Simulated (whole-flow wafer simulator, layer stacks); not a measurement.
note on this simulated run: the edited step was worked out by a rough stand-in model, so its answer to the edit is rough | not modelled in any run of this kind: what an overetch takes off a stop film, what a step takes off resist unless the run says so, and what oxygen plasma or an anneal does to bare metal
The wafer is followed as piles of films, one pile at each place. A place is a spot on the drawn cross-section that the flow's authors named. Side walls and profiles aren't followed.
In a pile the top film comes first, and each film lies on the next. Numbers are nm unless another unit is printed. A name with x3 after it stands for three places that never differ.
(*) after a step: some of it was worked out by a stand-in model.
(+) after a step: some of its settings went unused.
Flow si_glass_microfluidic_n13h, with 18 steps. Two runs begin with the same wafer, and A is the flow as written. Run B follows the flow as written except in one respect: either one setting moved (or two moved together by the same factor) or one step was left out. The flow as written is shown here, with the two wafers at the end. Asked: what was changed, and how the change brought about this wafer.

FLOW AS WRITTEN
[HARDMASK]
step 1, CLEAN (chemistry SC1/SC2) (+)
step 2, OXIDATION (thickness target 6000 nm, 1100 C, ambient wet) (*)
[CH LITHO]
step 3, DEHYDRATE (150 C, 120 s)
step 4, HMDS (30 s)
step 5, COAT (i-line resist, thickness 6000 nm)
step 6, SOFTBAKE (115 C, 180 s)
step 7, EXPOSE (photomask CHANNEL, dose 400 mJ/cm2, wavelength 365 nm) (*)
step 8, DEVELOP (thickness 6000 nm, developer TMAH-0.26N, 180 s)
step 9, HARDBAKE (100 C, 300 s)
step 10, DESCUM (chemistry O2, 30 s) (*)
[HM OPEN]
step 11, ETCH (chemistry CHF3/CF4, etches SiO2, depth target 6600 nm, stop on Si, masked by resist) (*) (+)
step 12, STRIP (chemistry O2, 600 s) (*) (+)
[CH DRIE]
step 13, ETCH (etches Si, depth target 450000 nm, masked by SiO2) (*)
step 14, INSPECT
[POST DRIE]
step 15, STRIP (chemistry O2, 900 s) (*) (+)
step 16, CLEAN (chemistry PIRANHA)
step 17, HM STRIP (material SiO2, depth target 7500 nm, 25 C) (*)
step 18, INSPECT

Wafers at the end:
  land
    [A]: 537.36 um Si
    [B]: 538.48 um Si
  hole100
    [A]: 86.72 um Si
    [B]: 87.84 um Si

Cause: step 2, OXIDATION: thickness target 3450 nm was run, whereas the flow has thickness target 6000 nm.

How this came from the change, step by step:
  step 2, OXIDATION (thickness target 6000 nm, 1100 C, ambient wet) (*)
      land, hole100: A +6000 SiO2 (new film), -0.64 chemical SiO2 (all of it), -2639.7 Si | B +3450 SiO2 (new film), -0.64 chemical SiO2 (all of it), -1517.7 Si
  step 11, ETCH (chemistry CHF3/CF4, etches SiO2, depth target 6600 nm, stop on Si, masked by resist) (*) (+)
      land: A -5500 i-line resist | B -4312.5 i-line resist
      hole100: A -6000 SiO2 (all of it) | B -3450 SiO2 (all of it)
  step 12, STRIP (chemistry O2, 600 s) (*) (+)
      land: A -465 i-line resist (all of it) | B -1652.5 i-line resist (all of it)
  step 17, HM STRIP (material SiO2, depth target 7500 nm, 25 C) (*)
      land: A -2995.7 SiO2 (all of it) | B -445.7 SiO2 (all of it)
